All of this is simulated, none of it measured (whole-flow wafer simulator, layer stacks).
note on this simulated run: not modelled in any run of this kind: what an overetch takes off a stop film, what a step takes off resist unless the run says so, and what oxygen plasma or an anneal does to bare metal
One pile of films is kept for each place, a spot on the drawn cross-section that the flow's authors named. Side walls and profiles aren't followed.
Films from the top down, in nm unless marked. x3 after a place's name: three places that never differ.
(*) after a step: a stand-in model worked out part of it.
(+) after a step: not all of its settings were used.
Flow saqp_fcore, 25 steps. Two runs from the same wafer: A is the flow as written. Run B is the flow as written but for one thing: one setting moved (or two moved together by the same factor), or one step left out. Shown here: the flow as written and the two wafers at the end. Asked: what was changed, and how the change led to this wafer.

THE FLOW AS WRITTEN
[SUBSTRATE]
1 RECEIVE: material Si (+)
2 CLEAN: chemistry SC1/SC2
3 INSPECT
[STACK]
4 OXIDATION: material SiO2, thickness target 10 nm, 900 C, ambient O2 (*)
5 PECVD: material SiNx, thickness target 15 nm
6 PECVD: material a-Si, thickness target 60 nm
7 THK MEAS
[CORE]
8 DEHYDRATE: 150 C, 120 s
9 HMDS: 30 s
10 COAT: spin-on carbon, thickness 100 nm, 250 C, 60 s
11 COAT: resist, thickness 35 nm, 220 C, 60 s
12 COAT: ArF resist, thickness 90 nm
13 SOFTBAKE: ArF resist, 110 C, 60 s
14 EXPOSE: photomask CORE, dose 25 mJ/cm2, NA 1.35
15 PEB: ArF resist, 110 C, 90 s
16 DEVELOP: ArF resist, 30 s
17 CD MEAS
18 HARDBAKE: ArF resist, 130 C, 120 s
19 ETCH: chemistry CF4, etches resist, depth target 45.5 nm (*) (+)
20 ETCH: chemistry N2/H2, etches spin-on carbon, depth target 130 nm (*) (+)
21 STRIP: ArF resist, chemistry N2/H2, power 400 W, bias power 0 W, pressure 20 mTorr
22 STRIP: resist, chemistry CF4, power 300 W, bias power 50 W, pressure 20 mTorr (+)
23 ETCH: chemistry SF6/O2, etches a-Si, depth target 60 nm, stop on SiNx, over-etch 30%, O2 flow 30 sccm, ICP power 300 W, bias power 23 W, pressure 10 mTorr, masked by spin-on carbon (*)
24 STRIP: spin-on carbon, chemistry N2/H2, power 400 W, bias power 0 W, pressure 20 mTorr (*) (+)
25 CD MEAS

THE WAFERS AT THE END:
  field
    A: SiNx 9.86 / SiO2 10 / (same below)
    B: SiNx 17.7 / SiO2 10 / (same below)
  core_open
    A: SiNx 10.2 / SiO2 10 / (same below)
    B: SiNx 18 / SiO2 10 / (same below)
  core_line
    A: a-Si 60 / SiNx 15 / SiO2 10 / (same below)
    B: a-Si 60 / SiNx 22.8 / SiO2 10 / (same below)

The cause: step 5, PECVD: thickness target 22.8 nm was run, where the flow has thickness target 15 nm.
It can be read off the wafer: core_line has SiNx 22.8, and step 5 as written asks for 15 nm.

How the change led to this, step by step:
  5 PECVD: material SiNx, thickness target 15 nm
      field, core_open, core_line: A SiNx +15 (new film) | B SiNx +22.8 (new film)
